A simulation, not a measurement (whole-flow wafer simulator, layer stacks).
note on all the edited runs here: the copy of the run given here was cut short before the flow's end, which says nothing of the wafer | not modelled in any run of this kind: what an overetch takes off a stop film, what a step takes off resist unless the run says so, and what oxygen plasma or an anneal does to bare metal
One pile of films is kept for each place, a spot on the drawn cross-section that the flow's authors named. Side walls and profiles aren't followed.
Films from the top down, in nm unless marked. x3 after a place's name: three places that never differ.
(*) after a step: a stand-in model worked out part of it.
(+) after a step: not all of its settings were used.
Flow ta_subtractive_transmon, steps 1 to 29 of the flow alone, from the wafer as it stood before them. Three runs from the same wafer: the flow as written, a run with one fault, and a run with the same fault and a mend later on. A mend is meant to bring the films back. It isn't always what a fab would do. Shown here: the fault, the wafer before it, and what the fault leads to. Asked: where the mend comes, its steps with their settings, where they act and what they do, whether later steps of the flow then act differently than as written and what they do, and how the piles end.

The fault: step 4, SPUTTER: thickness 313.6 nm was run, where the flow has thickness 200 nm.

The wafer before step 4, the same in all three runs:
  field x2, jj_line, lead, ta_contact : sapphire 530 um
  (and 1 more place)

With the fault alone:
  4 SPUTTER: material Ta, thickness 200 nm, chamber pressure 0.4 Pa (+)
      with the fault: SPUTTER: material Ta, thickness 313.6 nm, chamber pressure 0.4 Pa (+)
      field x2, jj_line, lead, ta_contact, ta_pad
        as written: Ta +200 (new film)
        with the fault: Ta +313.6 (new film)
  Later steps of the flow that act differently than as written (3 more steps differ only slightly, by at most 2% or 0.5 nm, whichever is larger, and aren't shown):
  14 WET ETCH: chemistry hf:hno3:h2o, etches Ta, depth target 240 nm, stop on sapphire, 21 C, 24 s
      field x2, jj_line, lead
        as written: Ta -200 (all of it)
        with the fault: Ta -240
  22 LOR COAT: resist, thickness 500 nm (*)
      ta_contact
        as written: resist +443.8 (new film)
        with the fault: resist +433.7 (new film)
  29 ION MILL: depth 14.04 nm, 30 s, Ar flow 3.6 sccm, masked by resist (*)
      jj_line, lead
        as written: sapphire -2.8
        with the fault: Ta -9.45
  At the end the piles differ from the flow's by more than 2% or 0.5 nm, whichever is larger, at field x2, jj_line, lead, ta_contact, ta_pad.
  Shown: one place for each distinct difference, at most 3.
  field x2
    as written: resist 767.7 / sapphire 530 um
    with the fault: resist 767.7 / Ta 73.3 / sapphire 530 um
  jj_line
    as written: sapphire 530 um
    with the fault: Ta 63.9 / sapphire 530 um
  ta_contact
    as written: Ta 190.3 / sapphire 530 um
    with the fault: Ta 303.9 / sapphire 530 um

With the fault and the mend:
  The mend comes after step 5.
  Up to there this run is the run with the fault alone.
  5a WET ETCH: chemistry hf:hno3:h2o, etches Ta, depth target 360.7 nm, stop on sapphire, 21 C, 36.07 s
      field x2, jj_line, lead, ta_contact, ta_pad
        Ta -313.6 (all of it)
  5b SPUTTER: material Ta, thickness 200 nm, chamber pressure 0.4 Pa (+) (the flow's step 4 once more)
      field x2, jj_line, lead, ta_contact, ta_pad
        Ta +200 (new film)
  No later step of the flow acts differently than as written at any place that is followed.
  At the end the piles are the same as the flow's at every place that both follow.
